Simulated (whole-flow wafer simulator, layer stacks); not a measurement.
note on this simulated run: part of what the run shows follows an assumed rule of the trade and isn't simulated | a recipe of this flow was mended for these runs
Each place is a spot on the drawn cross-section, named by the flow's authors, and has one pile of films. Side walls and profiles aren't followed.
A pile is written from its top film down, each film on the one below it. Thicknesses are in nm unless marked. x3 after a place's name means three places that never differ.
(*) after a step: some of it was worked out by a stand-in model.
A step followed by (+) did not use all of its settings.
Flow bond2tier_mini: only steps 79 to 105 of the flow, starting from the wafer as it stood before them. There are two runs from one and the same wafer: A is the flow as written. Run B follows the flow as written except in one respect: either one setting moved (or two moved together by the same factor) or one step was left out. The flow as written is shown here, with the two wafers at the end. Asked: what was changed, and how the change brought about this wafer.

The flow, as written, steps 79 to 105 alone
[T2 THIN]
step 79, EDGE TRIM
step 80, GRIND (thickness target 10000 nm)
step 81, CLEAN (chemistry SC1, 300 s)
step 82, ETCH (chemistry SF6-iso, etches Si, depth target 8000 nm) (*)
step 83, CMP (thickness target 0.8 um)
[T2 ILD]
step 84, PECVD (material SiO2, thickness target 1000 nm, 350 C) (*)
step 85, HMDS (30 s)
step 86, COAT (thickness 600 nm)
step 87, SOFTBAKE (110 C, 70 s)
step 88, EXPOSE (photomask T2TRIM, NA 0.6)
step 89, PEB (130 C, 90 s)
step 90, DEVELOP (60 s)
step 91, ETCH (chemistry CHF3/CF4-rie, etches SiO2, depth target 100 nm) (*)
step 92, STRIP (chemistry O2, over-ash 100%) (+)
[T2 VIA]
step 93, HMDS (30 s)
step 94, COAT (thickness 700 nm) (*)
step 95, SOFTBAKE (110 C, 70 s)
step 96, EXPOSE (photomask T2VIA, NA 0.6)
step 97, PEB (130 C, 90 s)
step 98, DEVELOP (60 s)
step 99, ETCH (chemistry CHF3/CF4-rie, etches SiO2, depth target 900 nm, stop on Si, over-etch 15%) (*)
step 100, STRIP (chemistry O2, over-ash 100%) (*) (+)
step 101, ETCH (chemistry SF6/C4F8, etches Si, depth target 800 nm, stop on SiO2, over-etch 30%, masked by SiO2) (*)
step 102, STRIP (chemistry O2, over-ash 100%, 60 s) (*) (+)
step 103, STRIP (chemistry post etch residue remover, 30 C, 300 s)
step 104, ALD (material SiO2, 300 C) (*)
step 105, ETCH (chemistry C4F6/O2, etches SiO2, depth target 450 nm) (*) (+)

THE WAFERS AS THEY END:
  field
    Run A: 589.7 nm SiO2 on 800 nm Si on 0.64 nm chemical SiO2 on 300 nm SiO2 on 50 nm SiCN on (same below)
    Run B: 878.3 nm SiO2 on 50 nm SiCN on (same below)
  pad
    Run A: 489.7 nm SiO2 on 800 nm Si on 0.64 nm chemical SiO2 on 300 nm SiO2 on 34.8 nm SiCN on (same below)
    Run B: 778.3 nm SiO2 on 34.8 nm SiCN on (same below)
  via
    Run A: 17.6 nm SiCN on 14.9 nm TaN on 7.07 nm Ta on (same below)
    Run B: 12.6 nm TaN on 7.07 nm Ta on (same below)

What caused this: step 80, GRIND: thickness target 6003 nm was run, whereas the flow has thickness target 10000 nm.

Step by step, how the change led to this:
  step 80, GRIND (thickness target 10000 nm)
      field, pad, via: A Si loses 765 um | B Si loses 769 um
  step 82, ETCH (chemistry SF6-iso, etches Si, depth target 8000 nm) (*)
      field, pad, via: A chemical SiO2 loses 0.6 (all of it), Si loses 8000 | B chemical SiO2 loses 0.6 (all of it), Si loses 6002.7 (all of it), chemical SiO2 loses 0.64 (all of it), SiO2 loses 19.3
  step 83, CMP (thickness target 0.8 um)
      field, pad, via: A Si loses 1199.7 | B nothing
  step 84, PECVD (material SiO2, thickness target 1000 nm, 350 C) (*)
      field, pad, via: A SiO2 gains 1000 (new film) | B SiO2 gains 1000
  step 99, ETCH (chemistry CHF3/CF4-rie, etches SiO2, depth target 900 nm, stop on Si, over-etch 15%) (*)
      via: A SiO2 loses 900 (all of it), Si loses 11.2 | B SiO2 loses 1035
  step 101, ETCH (chemistry SF6/C4F8, etches Si, depth target 800 nm, stop on SiO2, over-etch 30%, masked by SiO2) (*)
      via: A Si loses 788.8 (all of it), chemical SiO2 loses 0.64 (all of it), SiO2 loses 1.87 | B SiO2 loses 2.4
      field, pad: A SiO2 loses 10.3 | B SiO2 loses 2.4
  step 105, ETCH (chemistry C4F6/O2, etches SiO2, depth target 450 nm) (*) (+)
      via: A SiO2 loses 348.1 (all of it), SiCN loses 17.2 | B SiO2 loses 193.3 (all of it), SiCN loses 34.8 (all of it), TaN loses 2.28
